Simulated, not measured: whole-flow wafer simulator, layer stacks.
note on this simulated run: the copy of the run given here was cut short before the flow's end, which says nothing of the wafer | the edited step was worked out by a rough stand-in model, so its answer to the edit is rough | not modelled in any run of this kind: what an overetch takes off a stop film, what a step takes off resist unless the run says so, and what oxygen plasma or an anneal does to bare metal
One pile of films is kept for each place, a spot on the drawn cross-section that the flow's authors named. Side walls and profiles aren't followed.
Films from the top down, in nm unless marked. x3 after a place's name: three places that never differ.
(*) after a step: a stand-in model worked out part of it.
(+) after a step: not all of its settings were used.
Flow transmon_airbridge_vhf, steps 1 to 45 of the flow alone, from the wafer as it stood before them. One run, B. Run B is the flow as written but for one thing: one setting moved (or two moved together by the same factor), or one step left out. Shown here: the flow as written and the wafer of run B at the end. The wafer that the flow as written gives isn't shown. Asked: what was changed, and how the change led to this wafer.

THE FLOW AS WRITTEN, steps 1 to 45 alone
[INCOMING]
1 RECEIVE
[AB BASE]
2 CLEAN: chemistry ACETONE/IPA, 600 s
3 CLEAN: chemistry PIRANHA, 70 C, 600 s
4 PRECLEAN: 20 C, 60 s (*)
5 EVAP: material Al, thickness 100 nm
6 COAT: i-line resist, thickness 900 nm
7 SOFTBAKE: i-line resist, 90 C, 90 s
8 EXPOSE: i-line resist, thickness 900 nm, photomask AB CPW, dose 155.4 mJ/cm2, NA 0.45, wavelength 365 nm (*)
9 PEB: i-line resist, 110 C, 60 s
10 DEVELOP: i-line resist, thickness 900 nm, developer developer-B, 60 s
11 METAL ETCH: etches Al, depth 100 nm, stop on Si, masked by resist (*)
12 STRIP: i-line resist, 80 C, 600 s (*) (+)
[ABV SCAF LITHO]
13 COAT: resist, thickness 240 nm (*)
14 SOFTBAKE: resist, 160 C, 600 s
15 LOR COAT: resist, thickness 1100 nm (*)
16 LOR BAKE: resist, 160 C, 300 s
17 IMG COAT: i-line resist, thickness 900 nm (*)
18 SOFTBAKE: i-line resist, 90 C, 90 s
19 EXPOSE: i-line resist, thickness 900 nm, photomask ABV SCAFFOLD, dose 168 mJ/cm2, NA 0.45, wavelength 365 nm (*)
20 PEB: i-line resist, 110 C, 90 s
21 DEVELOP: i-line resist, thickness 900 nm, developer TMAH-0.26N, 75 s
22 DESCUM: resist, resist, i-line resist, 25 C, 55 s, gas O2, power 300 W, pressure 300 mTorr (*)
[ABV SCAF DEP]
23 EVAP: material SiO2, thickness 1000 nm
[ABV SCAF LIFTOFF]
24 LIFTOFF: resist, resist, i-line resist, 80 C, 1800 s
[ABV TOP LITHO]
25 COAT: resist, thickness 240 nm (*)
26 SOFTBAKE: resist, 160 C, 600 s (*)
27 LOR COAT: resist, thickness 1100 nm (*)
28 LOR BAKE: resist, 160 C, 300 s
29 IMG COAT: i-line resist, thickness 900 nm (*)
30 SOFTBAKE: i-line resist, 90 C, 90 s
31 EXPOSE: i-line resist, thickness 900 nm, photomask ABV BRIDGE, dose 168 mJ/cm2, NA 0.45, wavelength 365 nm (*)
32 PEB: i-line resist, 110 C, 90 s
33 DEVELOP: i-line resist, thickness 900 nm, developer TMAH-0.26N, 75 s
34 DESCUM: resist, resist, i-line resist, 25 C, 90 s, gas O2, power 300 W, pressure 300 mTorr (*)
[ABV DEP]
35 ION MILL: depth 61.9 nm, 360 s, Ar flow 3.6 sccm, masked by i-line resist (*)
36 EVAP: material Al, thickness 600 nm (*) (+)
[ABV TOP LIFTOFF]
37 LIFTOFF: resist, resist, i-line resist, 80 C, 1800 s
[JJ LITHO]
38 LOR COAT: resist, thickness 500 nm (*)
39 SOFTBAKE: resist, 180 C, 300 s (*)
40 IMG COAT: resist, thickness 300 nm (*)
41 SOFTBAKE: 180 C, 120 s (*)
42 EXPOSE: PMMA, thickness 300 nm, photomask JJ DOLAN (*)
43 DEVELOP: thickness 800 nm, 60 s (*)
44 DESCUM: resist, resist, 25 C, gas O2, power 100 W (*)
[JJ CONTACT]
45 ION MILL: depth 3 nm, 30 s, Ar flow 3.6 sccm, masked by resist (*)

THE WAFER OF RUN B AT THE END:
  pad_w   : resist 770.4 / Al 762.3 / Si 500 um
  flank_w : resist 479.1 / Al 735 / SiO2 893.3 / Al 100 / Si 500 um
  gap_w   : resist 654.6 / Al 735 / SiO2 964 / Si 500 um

The cause: step 36, EVAP: thickness 735 nm was run, where the flow has thickness 600 nm.
It can be read off the wafer: flank_w has Al 735, and step 36 as written asks for 600 nm.

How the change led to this, step by step:
  36 EVAP: material Al, thickness 600 nm (*) (+)
      field x3, jj_line, ground_far and 10 more: Al +735 (new film) (as written it would be: Al +600 (new film))
      pad_w, pad_e: Al +724.3 (as written it would be: Al +591.2)
  37 LIFTOFF: resist, resist, i-line resist, 80 C, 1800 s
      field x3, jj_line, trace_open_s x2: Al -735 (all of it), i-line resist -600 (all of it), resist -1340 (all of it) (as written it would be: Al -600 (all of it), i-line resist -600 (all of it), resist -1340 (all of it))
      margin_s, margin_n: Al -735 (all of it), i-line resist -318.3 (all of it), resist -992 (all of it) (as written it would be: Al -600 (all of it), i-line resist -318.3 (all of it), resist -992 (all of it))
      (and at 1 more place)
  38 LOR COAT: resist, thickness 500 nm (*)
      margin_s, margin_n: resist +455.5 (new film) (as written it would be: resist +445.3 (new film))
      bridge_strip: resist +344.1 (new film) (as written it would be: resist +356.4 (new film))
  40 IMG COAT: resist, thickness 300 nm (*)
      flank_w, flank_e: resist +207.7 (as written it would be: resist +212.1)
      bridge_strip: resist +189.1 (as written it would be: resist +197.1)
